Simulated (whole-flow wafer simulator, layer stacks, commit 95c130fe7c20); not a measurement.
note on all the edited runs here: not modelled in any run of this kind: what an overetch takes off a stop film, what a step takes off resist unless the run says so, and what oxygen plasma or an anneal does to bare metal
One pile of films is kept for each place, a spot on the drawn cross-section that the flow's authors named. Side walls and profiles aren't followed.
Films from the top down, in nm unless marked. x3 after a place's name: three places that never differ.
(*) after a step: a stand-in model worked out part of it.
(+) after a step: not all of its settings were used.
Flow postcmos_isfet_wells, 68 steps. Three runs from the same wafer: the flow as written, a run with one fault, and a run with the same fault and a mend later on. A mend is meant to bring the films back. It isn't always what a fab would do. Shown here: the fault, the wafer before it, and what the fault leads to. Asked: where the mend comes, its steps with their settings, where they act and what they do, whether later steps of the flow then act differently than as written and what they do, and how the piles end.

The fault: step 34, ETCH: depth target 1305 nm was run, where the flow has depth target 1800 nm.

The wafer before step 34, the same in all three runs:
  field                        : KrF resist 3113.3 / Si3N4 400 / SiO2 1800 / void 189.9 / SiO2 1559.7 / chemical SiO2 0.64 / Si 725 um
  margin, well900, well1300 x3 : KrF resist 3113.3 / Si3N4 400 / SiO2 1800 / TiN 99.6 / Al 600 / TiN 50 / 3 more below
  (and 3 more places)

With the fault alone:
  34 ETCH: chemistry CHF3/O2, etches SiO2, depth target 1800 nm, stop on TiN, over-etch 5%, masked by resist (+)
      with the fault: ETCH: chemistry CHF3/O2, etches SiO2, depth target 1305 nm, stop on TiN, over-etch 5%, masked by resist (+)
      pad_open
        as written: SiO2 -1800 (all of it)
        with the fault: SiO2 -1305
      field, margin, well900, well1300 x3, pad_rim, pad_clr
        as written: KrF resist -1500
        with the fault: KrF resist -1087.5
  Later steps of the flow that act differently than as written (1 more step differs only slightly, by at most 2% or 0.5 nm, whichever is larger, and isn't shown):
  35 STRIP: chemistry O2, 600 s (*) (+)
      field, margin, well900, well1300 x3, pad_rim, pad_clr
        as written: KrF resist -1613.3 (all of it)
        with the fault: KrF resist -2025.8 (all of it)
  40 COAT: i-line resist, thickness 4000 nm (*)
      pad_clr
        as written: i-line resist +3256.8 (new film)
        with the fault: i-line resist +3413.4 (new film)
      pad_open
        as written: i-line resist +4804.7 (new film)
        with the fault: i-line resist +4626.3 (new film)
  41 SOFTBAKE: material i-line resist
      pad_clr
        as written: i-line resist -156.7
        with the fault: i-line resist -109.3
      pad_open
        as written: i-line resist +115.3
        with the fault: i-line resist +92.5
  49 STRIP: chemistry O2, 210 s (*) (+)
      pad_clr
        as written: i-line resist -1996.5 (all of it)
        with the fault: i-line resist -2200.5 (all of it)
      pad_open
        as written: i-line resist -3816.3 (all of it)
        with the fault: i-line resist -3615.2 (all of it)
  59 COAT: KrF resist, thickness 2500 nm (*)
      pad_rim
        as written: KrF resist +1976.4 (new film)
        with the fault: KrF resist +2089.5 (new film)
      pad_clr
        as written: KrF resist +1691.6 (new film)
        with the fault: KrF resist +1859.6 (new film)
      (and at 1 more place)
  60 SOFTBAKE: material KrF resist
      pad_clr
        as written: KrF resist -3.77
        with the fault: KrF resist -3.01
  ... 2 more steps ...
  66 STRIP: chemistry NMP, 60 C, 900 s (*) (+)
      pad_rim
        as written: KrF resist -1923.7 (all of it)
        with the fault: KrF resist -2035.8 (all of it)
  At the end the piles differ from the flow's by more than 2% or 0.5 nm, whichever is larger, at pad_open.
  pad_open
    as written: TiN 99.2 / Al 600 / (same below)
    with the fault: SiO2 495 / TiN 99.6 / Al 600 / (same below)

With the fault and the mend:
  The mend comes after step 34.
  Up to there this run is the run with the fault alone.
  34a ETCH: chemistry CHF3/O2, etches SiO2, depth target 495 nm, stop on TiN, over-etch 5%, masked by resist (the flow's step 34 once more, with other settings)
      field, margin, well900, well1300 x3, pad_rim, pad_clr
        KrF resist -412.5
      pad_open
        SiO2 -495 (all of it)
  No later step of the flow acts differently than as written at any place that is followed.
  At the end the piles are the same as the flow's at every place that both follow.
